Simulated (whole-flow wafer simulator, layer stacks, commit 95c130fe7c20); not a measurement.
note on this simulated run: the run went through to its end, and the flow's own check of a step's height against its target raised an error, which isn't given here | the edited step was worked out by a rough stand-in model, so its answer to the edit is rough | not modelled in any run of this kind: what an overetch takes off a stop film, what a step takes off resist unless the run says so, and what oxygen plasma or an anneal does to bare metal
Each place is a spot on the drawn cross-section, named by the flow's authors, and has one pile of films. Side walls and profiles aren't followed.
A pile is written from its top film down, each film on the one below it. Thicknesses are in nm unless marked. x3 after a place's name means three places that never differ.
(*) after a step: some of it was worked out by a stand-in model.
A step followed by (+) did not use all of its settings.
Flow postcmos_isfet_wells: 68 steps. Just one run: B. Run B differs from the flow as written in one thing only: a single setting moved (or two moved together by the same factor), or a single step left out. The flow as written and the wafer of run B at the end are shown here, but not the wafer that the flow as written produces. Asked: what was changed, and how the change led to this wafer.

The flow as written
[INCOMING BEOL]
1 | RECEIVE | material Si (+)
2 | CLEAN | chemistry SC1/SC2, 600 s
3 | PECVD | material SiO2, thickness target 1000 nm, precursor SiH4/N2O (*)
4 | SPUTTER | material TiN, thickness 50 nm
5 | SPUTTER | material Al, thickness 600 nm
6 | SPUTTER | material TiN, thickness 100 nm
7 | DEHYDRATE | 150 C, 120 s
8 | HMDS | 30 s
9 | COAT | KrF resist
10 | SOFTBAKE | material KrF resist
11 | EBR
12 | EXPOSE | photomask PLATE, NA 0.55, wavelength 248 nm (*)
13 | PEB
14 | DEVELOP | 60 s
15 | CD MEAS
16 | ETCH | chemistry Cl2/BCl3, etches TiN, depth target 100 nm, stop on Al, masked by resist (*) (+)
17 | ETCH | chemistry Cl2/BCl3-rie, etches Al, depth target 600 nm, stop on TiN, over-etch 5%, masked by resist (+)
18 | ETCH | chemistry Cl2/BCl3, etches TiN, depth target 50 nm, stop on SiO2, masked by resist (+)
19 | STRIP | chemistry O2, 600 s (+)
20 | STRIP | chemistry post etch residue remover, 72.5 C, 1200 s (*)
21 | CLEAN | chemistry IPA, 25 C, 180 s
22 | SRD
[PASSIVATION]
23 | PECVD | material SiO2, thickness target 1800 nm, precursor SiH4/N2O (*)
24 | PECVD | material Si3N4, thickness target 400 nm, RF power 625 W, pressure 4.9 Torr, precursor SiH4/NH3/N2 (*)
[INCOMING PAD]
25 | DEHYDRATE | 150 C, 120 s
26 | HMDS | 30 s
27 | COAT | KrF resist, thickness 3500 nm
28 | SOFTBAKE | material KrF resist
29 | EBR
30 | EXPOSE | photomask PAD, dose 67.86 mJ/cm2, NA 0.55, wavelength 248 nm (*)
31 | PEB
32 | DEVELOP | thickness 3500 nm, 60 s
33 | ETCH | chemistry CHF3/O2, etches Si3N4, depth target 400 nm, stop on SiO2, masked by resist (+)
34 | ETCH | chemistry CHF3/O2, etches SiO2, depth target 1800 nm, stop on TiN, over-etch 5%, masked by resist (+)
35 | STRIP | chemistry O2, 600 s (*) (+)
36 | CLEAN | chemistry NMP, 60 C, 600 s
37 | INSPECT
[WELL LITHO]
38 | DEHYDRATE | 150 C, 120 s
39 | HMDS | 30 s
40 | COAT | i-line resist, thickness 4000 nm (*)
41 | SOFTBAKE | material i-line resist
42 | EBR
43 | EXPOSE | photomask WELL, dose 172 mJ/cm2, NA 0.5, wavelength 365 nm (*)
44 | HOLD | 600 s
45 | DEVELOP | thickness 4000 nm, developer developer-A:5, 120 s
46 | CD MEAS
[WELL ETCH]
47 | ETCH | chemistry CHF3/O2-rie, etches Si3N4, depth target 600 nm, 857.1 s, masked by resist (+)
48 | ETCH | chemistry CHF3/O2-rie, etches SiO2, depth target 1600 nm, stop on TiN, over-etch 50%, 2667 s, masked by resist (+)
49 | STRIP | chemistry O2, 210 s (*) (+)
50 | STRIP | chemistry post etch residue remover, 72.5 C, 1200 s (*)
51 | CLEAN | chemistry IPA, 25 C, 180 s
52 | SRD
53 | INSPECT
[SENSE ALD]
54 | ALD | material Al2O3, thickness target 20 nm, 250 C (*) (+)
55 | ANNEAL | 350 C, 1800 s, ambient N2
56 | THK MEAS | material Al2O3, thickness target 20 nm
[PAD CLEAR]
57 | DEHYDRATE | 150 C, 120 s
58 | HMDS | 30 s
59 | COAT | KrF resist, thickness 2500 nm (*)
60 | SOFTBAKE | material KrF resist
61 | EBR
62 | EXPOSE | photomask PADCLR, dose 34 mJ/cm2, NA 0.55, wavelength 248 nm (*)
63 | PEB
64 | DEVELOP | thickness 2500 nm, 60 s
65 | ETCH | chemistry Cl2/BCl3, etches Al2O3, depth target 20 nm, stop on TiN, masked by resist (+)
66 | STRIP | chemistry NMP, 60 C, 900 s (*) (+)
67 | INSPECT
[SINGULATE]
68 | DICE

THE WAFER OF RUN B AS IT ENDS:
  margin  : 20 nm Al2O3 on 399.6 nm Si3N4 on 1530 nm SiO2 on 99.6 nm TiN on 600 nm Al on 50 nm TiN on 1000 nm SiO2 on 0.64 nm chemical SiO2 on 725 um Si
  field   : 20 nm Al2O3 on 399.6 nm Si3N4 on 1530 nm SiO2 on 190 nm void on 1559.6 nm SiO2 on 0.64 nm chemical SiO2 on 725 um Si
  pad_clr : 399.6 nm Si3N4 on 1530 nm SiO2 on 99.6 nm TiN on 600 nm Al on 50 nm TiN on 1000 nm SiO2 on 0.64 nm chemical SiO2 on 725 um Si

The reason: step 23, PECVD: thickness target 1530 nm was run, though the flow has thickness target 1800 nm.
The wafer lets one read it off: margin has SiO2 1530, and step 23 as written asks for 1800 nm.

The path from the change to this, step by step:
  23 | PECVD | material SiO2, thickness target 1800 nm, precursor SiH4/N2O (*)
      margin, well900, well1300 x3, pad_rim, pad_clr, pad_open: +1530 SiO2 (new film) (in the flow as written it would be: +1800 SiO2 (new film))
      field: +1530 SiO2 (new film), +190 void (new film), +559.6 SiO2 (in the flow as written it would be: +1800 SiO2 (new film), +189.9 void (new film), +559.7 SiO2)
  34 | ETCH | chemistry CHF3/O2, etches SiO2, depth target 1800 nm, stop on TiN, over-etch 5%, masked by resist (+)
      field, margin, well900, well1300 x3, pad_rim, pad_clr: -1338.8 KrF resist (in the flow as written it would be: -1500 KrF resist)
      pad_open: -1530 SiO2 (all of it) (in the flow as written it would be: -1800 SiO2 (all of it))
  35 | STRIP | chemistry O2, 600 s (*) (+)
      field, margin, well900, well1300 x3, pad_rim, pad_clr: -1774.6 KrF resist (all of it) (in the flow as written it would be: -1613.3 KrF resist (all of it))
  40 | COAT | i-line resist, thickness 4000 nm (*)
      pad_clr: +3341.4 i-line resist (new film) (in the flow as written it would be: +3256.8 i-line resist (new film))
      pad_open: +4707.7 i-line resist (new film) (in the flow as written it would be: +4804.7 i-line resist (new film))
  41 | SOFTBAKE | material i-line resist
      pad_clr: -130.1 i-line resist (in the flow as written it would be: -156.7 i-line resist)
      pad_open: +103.2 i-line resist (in the flow as written it would be: +115.3 i-line resist)
  48 | ETCH | chemistry CHF3/O2-rie, etches SiO2, depth target 1600 nm, stop on TiN, over-etch 50%, 2667 s, masked by resist (+)
      well900, well1300 x3: -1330 SiO2 (all of it) (in the flow as written it would be: -1600 SiO2 (all of it))
  49 | STRIP | chemistry O2, 210 s (*) (+)
      pad_clr: -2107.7 i-line resist (all of it) (in the flow as written it would be: -1996.5 i-line resist (all of it))
      pad_open: -3707.3 i-line resist (all of it) (in the flow as written it would be: -3816.3 i-line resist (all of it))
  59 | COAT | KrF resist, thickness 2500 nm (*)
      field: +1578 KrF resist (new film) (in the flow as written it would be: +1449 KrF resist (new film))
      margin: +1577.9 KrF resist (new film) (in the flow as written it would be: +1448.9 KrF resist (new film))
      (also at 3 further places)
  63 | PEB
      field, margin: -11 KrF resist (in the flow as written it would be: -10.1 KrF resist)
      pad_clr: -12.5 KrF resist (in the flow as written it would be: -11.8 KrF resist)
  64 | DEVELOP | thickness 2500 nm, 60 s
      pad_clr: -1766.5 KrF resist (all of it) (in the flow as written it would be: -1676 KrF resist (all of it))
      pad_open: -2977.7 KrF resist (all of it) (in the flow as written it would be: -3045.1 KrF resist (all of it))
  66 | STRIP | chemistry NMP, 60 C, 900 s (*) (+)
      field: -1528.2 KrF resist (all of it) (in the flow as written it would be: -1400.1 KrF resist (all of it))
      margin: -1528.1 KrF resist (all of it) (in the flow as written it would be: -1400.1 KrF resist (all of it))
      (also at 1 further place)
